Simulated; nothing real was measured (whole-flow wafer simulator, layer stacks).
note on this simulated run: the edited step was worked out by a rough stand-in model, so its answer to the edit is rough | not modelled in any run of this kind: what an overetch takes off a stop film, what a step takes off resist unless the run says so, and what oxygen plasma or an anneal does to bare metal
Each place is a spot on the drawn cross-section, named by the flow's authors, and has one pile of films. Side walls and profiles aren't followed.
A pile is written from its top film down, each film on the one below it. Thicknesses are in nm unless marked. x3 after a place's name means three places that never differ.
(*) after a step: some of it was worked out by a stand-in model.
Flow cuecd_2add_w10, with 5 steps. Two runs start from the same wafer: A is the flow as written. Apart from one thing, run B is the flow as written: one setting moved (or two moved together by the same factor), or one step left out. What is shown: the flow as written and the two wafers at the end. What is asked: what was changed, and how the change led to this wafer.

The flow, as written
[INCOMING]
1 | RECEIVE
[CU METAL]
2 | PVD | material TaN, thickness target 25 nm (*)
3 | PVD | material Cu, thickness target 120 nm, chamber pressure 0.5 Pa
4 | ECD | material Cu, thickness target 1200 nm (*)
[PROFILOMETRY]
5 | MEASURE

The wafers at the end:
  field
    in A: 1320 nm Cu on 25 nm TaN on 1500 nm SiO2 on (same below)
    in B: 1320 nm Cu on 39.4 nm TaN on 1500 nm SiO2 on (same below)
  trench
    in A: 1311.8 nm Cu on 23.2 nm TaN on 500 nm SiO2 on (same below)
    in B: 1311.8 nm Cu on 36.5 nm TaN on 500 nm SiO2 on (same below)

The reason: step 2, PVD: thickness target 39.4 nm was run, whereas the flow has thickness target 25 nm.
One can read it off the wafer: field has TaN 39.4, and step 2 as written asks for 25 nm.

How this came from the change, step by step:
  2 | PVD | material TaN, thickness target 25 nm (*)
      field: A +25 TaN (new film) | B +39.4 TaN (new film)
      trench: A +23.2 TaN (new film) | B +36.5 TaN (new film)
